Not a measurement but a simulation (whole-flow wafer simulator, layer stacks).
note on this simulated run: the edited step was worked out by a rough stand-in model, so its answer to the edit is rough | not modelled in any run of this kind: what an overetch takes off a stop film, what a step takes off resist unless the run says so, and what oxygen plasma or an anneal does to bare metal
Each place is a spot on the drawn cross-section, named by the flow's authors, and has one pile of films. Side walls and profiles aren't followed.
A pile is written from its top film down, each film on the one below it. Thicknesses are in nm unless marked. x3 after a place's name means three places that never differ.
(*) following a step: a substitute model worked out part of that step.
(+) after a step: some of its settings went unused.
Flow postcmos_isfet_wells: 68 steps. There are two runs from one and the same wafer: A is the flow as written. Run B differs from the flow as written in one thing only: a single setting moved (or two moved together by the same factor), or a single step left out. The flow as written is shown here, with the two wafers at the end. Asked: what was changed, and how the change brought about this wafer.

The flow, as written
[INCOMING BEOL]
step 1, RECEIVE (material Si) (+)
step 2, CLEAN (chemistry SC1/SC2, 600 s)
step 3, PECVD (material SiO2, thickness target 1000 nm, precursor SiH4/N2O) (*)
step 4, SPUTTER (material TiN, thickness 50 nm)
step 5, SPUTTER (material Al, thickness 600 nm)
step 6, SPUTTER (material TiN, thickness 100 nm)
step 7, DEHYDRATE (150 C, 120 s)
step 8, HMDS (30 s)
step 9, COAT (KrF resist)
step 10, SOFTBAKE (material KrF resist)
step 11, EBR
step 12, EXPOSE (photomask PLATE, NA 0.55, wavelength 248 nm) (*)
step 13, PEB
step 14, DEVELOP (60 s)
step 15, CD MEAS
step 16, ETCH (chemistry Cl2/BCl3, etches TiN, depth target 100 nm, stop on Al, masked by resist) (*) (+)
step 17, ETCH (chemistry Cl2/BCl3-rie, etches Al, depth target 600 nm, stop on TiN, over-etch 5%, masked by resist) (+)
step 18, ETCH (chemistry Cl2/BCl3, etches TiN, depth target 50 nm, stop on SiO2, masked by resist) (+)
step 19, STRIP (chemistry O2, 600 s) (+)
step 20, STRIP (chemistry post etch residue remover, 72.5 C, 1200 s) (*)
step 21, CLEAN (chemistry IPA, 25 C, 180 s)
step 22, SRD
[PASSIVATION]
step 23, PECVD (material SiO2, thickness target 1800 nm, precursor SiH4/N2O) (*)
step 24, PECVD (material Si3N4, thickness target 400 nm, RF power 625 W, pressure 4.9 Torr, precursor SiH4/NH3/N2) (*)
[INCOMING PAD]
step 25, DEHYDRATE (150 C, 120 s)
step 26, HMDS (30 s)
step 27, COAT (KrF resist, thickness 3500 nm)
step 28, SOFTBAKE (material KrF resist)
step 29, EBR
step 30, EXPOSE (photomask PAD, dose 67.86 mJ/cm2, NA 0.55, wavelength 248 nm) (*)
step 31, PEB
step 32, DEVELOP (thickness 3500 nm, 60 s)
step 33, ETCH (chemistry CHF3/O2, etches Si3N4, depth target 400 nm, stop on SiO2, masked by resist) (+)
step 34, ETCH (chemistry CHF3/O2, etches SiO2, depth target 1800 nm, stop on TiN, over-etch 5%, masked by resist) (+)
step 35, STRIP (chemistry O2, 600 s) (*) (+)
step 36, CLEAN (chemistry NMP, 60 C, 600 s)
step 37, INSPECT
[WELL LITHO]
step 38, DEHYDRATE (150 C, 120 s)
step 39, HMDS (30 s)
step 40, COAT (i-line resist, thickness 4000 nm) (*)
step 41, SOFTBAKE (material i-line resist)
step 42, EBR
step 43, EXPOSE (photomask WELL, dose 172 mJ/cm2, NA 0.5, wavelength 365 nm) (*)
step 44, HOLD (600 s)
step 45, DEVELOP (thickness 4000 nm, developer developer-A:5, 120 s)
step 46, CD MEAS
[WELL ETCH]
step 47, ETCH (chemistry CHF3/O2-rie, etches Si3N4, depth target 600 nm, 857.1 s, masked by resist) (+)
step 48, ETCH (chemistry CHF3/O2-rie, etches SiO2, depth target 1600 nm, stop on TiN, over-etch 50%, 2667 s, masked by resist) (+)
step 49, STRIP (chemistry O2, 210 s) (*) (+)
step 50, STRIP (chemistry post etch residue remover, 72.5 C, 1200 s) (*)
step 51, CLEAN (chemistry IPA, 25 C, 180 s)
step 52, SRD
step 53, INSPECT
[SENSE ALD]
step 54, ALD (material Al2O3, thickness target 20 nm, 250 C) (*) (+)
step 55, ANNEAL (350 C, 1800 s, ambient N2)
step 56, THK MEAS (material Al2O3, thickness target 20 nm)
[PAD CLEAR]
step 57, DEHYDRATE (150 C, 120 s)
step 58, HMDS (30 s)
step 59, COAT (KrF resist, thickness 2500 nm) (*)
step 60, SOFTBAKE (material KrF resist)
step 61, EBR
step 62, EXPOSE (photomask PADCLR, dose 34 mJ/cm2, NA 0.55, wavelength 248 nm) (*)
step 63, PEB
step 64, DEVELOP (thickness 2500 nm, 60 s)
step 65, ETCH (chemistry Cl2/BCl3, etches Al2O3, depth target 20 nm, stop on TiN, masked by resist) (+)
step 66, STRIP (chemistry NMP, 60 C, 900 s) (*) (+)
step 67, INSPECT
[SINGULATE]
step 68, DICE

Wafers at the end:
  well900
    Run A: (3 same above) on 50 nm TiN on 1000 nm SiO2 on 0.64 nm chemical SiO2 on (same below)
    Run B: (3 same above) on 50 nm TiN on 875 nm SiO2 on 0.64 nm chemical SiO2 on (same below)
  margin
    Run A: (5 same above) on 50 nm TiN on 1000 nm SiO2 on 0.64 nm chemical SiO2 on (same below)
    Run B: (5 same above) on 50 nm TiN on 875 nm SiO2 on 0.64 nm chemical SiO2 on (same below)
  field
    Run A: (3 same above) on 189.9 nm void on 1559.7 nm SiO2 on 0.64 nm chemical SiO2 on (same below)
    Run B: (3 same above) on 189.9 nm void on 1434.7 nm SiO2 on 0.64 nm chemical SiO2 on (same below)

The reason: step 3, PECVD: thickness target 875 nm was run, while the flow as written has thickness target 1000 nm.
The wafer itself shows it: well900 has SiO2 875, and step 3 as written asks for 1000 nm.

Step by step, how the change led to this:
  step 3, PECVD (material SiO2, thickness target 1000 nm, precursor SiH4/N2O) (*)
      field, margin, well900, well1300 x3, pad_rim, pad_clr, pad_open: A +1000 SiO2 (new film) | B +875 SiO2 (new film)
